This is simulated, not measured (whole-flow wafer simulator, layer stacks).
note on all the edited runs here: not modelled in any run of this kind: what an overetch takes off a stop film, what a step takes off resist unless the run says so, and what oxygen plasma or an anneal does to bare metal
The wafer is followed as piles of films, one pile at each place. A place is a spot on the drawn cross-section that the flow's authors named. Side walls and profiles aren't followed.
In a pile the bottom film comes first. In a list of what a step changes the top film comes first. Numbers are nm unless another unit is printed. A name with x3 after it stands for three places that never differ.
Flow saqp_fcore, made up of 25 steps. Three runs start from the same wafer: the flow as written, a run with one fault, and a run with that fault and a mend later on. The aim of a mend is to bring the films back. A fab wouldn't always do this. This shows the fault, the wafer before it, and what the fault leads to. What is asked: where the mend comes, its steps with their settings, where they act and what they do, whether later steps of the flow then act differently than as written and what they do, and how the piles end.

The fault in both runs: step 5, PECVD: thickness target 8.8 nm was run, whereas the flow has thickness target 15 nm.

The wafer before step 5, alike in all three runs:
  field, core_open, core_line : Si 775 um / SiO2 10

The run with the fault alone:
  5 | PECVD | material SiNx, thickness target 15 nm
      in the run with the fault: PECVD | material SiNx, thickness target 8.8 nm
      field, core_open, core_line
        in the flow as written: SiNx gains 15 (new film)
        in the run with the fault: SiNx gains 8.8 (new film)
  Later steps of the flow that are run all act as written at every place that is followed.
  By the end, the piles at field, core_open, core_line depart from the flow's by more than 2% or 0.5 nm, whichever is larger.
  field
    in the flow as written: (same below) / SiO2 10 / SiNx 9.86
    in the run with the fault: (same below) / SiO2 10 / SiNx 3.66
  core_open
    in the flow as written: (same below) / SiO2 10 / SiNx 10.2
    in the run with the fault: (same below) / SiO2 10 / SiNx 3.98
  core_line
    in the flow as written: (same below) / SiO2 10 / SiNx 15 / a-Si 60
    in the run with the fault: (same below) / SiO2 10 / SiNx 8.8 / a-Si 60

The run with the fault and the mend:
  The mend follows step 5.
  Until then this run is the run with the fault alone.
  5a | PECVD | material SiNx, thickness target 6.2 nm (the flow's step 5, run once more with other settings)
      field, core_open, core_line
        SiNx gains 6.2
  Later steps of the flow that are run all act as written at every place that is followed.
  At every place that both follow, the piles at the end match the flow's.
